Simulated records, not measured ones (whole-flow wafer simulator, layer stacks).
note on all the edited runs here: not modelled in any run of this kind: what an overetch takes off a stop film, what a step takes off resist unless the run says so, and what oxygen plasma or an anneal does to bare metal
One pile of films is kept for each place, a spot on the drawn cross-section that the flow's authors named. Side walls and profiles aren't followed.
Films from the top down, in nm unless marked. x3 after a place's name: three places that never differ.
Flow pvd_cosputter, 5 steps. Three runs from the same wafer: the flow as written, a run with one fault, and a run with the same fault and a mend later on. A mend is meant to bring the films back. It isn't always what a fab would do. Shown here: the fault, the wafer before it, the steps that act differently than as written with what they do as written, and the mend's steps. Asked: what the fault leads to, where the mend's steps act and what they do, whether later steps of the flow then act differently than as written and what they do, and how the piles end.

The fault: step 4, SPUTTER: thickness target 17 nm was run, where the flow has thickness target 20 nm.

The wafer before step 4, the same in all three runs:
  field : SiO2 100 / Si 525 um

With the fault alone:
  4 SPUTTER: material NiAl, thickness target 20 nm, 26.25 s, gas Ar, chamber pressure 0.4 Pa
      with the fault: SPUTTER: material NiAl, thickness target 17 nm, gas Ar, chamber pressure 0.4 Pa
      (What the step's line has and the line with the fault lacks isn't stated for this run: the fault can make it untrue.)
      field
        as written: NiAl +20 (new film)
        with the fault: NiAl +17 (new film)
  No later step of the flow acts differently than as written at any place that is followed.
  At the end the piles differ from the flow's by more than 2% or 0.5 nm, whichever is larger, at field.
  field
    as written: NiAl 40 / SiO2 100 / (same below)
    with the fault: NiAl 37 / SiO2 100 / (same below)

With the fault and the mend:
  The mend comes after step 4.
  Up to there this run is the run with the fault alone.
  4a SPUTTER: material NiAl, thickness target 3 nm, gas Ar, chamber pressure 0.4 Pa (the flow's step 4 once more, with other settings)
      field
        NiAl +3
  No later step of the flow acts differently than as written at any place that is followed.
  At the end the piles are the same as the flow's at every place that both follow.
